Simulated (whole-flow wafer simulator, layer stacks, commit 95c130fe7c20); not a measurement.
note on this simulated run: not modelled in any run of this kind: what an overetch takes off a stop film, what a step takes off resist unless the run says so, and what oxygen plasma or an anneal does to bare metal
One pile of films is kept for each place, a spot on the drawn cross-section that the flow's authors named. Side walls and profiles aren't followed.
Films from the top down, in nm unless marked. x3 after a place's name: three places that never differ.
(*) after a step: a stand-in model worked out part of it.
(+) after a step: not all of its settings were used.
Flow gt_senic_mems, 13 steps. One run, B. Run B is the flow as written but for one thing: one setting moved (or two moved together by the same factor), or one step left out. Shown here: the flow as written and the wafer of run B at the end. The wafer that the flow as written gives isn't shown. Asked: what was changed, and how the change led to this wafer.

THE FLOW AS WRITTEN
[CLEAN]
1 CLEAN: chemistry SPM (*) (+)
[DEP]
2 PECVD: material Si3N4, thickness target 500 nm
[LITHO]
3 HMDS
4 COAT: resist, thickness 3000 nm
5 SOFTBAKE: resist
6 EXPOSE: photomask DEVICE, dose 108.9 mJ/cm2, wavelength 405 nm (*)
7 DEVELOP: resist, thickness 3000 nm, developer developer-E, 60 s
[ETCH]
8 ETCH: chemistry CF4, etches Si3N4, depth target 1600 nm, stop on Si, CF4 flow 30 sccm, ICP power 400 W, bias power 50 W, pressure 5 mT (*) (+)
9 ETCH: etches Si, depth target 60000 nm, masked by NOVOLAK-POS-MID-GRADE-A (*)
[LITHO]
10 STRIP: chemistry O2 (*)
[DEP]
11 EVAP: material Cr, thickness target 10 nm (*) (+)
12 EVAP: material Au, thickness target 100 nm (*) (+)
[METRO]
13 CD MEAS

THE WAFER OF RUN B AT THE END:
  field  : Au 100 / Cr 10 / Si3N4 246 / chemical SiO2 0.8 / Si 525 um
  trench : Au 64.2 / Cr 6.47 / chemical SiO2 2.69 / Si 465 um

The cause: step 2, PECVD: thickness target 246 nm was run, where the flow has thickness target 500 nm.
It can be read off the wafer: field has Si3N4 246, and step 2 as written asks for 500 nm.

How the change led to this, step by step:
  2 PECVD: material Si3N4, thickness target 500 nm
      field, trench: Si3N4 +246 (new film) (as written it would be: Si3N4 +500 (new film))
  8 ETCH: chemistry CF4, etches Si3N4, depth target 1600 nm, stop on Si, CF4 flow 30 sccm, ICP power 400 W, bias power 50 W, pressure 5 mT (*) (+)
      field: resist -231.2 (as written it would be: resist -400.5)
      trench: Si3N4 -246 (all of it), chemical SiO2 -0.8 (all of it) (as written it would be: Si3N4 -500 (all of it), chemical SiO2 -0.8 (all of it))
  10 STRIP: chemistry O2 (*)
      field: resist -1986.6 (all of it) (as written it would be: resist -1817.3 (all of it))
